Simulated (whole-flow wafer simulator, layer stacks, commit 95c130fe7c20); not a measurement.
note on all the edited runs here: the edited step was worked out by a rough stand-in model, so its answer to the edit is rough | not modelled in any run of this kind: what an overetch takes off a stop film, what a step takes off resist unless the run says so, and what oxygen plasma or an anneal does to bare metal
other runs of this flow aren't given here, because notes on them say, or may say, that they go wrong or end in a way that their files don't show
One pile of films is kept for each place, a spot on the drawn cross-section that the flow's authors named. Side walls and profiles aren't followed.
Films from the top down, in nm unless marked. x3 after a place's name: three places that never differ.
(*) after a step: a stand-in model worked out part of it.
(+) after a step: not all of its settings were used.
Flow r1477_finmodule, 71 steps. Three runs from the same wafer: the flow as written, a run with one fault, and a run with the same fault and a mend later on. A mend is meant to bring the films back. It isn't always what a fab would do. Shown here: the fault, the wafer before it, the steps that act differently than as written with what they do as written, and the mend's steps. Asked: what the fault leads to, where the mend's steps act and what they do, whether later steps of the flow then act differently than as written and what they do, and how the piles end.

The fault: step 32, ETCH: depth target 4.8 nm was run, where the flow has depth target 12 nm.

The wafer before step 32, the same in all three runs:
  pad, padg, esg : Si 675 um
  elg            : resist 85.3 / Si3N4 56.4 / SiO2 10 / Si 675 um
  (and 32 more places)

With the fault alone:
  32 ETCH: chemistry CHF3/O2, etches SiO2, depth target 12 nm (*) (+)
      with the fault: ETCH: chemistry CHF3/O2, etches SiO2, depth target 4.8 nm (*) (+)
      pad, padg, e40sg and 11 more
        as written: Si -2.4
        with the fault: Si -0.96
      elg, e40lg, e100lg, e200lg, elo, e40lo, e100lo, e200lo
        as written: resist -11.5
        with the fault: resist -4.6
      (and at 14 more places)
  Later steps of the flow that act differently than as written (2 more steps differ only slightly, by at most 2% or 0.5 nm, whichever is larger, and aren't shown):
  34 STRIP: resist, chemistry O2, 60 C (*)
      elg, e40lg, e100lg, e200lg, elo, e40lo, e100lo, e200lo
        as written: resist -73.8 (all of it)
        with the fault: resist -80.7 (all of it)
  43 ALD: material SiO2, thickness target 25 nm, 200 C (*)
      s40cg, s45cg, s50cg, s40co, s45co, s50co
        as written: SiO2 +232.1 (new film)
        with the fault: SiO2 +237.8 (new film)
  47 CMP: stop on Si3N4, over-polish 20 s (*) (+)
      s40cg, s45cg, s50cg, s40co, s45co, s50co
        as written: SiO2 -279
        with the fault: SiO2 -286.2
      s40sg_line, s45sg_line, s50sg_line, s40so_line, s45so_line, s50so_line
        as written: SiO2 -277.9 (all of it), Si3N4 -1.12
        with the fault: SiO2 -285.1 (all of it), Si3N4 -1.12
  At the end the piles differ from the flow's only slightly at the places that both follow, by at most 2% or 0.5 nm, whichever is larger.

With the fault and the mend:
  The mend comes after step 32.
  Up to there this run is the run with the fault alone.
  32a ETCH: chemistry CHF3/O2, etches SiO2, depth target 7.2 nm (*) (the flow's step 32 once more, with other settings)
      pad, padg, e40sg and 11 more
        Si -1.44
      elg, e40lg, e100lg, e200lg, elo, e40lo, e100lo, e200lo
        resist -6.9
      s40sg_line, s45sg_line, s50sg_line, s40so_line, s45so_line, s50so_line
        SiO2 -7.2
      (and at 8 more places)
  No later step of the flow acts differently than as written, at any place that is followed, by more than 2% or 0.5 nm, whichever is larger.
  At the end the piles differ from the flow's only slightly at the places that both follow, by at most 2% or 0.5 nm, whichever is larger.
